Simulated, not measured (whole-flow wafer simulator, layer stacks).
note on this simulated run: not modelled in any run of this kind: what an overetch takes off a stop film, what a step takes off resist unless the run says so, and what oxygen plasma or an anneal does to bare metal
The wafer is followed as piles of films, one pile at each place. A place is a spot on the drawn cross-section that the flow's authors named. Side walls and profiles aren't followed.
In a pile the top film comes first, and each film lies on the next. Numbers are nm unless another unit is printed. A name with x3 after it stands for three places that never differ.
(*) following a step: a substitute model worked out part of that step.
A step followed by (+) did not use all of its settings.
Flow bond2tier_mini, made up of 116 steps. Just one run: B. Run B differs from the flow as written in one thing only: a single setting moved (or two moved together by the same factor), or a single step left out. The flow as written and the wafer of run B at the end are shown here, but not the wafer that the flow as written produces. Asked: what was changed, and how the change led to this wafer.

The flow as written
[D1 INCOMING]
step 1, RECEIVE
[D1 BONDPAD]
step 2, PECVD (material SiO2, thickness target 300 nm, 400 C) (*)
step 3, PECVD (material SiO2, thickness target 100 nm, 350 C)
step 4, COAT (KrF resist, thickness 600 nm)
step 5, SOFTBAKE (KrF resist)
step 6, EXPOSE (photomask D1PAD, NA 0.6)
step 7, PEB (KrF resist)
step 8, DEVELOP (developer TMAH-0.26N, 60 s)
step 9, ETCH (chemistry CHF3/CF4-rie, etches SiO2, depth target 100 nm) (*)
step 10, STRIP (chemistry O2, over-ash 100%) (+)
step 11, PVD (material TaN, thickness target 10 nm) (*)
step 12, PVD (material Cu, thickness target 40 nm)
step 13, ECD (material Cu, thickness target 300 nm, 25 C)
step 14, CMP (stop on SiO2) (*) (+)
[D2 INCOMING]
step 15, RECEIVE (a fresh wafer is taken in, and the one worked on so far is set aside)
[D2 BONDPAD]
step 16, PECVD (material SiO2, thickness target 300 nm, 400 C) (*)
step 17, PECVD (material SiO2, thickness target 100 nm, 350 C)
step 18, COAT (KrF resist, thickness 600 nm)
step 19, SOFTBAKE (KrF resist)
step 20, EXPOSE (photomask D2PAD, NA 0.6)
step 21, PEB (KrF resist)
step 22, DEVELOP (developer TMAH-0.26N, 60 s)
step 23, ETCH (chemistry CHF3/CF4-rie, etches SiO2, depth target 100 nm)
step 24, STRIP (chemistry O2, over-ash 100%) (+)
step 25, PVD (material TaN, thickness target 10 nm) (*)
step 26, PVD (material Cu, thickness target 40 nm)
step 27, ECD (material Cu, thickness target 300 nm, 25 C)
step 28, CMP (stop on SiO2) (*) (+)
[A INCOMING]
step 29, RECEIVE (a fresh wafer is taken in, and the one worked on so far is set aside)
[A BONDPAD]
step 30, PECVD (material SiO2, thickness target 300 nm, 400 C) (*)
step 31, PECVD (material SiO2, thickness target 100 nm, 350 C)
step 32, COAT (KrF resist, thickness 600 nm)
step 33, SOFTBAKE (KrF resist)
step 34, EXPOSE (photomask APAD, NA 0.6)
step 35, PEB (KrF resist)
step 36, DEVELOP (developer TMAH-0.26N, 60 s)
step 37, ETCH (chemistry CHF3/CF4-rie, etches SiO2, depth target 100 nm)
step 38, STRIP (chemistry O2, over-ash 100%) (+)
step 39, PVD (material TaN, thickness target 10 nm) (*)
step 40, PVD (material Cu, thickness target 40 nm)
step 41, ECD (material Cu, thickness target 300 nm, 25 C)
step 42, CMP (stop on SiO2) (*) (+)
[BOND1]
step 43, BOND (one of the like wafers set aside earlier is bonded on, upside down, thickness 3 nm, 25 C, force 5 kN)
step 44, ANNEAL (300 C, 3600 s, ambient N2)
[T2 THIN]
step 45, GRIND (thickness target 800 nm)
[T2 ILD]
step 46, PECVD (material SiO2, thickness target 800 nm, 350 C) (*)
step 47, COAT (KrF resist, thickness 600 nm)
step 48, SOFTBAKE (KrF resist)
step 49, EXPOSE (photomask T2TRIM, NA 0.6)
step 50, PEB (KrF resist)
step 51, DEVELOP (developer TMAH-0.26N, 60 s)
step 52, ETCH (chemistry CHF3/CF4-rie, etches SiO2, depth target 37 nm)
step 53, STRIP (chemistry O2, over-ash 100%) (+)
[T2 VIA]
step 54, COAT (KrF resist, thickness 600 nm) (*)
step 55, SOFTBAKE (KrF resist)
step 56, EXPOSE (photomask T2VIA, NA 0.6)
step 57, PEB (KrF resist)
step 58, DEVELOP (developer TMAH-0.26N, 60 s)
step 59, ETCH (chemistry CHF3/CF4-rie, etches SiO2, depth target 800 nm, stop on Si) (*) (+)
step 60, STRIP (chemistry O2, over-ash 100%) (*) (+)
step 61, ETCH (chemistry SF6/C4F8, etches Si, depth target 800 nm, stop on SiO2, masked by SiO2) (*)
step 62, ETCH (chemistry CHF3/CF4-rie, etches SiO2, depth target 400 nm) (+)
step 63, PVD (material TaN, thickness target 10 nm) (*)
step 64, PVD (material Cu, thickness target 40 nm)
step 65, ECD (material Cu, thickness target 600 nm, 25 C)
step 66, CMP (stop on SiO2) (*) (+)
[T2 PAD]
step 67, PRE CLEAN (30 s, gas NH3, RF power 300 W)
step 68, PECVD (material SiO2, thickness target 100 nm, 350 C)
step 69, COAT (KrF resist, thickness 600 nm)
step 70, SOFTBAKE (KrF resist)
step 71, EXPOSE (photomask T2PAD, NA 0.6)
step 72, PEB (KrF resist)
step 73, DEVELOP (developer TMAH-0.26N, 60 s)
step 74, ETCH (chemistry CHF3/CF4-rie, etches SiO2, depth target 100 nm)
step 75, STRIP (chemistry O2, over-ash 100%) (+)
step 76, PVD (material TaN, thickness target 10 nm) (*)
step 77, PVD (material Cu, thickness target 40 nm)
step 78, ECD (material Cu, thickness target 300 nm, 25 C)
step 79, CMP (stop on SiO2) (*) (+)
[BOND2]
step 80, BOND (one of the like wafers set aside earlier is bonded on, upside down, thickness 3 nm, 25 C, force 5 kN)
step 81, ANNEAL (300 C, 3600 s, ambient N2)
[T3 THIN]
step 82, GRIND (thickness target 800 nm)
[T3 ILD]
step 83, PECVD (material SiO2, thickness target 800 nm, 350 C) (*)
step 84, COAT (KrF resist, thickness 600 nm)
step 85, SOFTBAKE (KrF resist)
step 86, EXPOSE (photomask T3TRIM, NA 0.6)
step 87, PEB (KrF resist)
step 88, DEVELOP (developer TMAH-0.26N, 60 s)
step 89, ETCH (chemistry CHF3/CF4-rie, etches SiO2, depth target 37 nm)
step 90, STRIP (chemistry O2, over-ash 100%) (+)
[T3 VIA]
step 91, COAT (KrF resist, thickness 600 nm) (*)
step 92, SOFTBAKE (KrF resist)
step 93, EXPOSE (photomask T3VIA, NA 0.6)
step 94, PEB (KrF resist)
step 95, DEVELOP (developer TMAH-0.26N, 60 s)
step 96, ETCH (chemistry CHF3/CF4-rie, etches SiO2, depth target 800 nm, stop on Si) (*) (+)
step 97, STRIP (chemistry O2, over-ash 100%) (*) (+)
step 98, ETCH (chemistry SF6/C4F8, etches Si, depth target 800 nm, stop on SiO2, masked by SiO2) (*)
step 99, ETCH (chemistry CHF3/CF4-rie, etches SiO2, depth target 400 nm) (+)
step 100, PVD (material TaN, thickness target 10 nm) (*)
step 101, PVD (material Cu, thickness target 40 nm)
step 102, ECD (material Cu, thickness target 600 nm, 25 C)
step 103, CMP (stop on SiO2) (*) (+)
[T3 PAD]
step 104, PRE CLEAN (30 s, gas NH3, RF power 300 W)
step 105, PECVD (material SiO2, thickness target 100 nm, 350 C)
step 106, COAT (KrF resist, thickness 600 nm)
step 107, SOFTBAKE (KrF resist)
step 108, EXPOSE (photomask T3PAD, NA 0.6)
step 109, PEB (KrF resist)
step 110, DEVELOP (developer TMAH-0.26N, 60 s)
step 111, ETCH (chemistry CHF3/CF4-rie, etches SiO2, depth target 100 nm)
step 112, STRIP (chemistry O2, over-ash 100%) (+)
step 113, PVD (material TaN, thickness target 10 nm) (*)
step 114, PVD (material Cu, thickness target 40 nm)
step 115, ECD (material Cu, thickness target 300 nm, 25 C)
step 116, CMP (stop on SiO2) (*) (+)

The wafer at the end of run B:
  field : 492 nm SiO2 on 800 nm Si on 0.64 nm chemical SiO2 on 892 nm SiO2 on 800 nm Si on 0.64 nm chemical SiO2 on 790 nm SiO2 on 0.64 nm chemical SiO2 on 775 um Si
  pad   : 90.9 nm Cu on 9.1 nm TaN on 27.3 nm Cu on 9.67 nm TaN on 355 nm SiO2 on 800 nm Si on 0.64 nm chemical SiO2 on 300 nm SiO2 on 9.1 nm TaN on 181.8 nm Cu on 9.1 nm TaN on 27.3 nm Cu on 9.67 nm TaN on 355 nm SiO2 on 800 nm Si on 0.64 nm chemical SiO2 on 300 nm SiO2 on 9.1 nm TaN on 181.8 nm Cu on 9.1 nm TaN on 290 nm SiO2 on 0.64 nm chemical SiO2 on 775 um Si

The reason: step 31, PECVD: thickness target 90 nm was run, whereas the flow has thickness target 100 nm.

How this came from the change, step by step:
  step 31, PECVD (material SiO2, thickness target 100 nm, 350 C)
      field, pad, via: SiO2 gains 90 (in the flow as written it would be: SiO2 gains 100)
